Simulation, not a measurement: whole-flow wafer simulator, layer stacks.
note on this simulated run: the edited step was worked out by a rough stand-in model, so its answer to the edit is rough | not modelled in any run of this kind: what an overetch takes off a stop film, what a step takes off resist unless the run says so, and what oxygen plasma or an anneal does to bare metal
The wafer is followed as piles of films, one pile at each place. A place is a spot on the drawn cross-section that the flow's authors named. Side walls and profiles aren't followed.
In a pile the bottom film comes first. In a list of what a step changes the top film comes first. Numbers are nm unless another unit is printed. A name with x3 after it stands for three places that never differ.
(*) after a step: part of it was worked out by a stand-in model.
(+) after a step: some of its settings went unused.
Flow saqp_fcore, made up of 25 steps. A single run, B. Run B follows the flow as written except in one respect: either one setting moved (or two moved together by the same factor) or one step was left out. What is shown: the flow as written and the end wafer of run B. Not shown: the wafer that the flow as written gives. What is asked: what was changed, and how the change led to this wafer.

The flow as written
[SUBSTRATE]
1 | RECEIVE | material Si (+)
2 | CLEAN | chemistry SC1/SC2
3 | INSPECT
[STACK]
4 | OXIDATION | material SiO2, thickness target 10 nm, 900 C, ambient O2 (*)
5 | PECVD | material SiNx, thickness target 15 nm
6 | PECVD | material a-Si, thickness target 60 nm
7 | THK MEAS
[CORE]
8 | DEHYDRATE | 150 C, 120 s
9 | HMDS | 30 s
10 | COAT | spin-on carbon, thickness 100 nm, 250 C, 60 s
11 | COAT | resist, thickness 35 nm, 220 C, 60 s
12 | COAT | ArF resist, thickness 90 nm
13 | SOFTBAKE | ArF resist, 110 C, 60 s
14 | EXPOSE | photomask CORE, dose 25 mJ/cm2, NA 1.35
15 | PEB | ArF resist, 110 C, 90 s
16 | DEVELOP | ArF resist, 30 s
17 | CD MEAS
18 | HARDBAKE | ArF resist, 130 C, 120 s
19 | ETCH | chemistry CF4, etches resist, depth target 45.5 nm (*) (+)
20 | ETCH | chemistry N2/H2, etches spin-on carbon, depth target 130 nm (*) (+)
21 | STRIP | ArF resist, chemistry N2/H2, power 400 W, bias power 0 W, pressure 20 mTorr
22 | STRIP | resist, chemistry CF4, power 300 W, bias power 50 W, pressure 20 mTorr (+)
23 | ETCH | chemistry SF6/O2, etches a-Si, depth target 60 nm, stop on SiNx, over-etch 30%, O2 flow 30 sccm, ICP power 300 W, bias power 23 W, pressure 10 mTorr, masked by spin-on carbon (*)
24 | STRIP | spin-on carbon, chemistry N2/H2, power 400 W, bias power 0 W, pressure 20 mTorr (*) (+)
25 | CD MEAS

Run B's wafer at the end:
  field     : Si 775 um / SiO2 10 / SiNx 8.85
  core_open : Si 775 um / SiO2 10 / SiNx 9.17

Cause: step 23, ETCH: over-etch 43.5% was run, while the flow as written has over-etch 30%.

The path from the change to this, step by step:
  23 | ETCH | chemistry SF6/O2, etches a-Si, depth target 60 nm, stop on SiNx, over-etch 30%, O2 flow 30 sccm, ICP power 300 W, bias power 23 W, pressure 10 mTorr, masked by spin-on carbon (*)
      field: a-Si loses 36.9 (all of it), SiNx loses 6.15 (it would be, as written: a-Si loses 36.9 (all of it), SiNx loses 5.14)
      core_open: a-Si loses 39.4 (all of it), SiNx loses 5.83 (it would be, as written: a-Si loses 39.4 (all of it), SiNx loses 4.82)
      (as well as at 1 more place)
